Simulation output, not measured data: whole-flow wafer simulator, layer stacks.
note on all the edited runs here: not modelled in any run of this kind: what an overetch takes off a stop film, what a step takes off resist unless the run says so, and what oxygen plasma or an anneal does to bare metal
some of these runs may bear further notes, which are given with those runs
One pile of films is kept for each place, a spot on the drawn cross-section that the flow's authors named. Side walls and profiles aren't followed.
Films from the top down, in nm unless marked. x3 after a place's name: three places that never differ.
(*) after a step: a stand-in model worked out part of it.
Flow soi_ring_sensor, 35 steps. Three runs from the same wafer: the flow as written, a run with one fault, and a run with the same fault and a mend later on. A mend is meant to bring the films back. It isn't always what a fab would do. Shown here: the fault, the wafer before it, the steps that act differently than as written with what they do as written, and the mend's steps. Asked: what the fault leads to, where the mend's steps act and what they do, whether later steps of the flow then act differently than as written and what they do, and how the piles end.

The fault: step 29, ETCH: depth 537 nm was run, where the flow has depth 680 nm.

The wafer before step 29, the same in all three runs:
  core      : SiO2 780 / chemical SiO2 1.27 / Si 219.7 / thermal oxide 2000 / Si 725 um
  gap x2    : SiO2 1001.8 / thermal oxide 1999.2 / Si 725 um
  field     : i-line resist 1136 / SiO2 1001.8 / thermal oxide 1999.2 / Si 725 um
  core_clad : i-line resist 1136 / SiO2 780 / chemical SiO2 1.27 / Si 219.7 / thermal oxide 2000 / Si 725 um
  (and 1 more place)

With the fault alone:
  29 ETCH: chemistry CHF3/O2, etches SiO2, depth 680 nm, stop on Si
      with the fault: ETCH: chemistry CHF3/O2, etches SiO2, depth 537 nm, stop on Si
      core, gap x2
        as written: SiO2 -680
        with the fault: SiO2 -537
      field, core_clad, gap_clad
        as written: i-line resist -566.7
        with the fault: i-line resist -447.5
  Later steps of the flow that act differently than as written:
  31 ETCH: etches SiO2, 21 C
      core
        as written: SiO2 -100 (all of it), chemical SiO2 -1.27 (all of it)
        with the fault: SiO2 -243 (all of it), chemical SiO2 -1.27 (all of it)
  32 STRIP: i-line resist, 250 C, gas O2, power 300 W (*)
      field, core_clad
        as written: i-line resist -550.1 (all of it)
        with the fault: i-line resist -669.2 (all of it)
  At the end the piles differ from the flow's only slightly at the places that both follow, by at most 2% or 0.5 nm, whichever is larger.

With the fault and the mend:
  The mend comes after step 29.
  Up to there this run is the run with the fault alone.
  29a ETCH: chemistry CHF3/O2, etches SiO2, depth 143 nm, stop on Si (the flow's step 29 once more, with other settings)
      core, gap x2
        SiO2 -143
      field, core_clad, gap_clad
        i-line resist -119.2
  No later step of the flow acts differently than as written at any place that is followed.
  At the end the piles are the same as the flow's at every place that both follow.
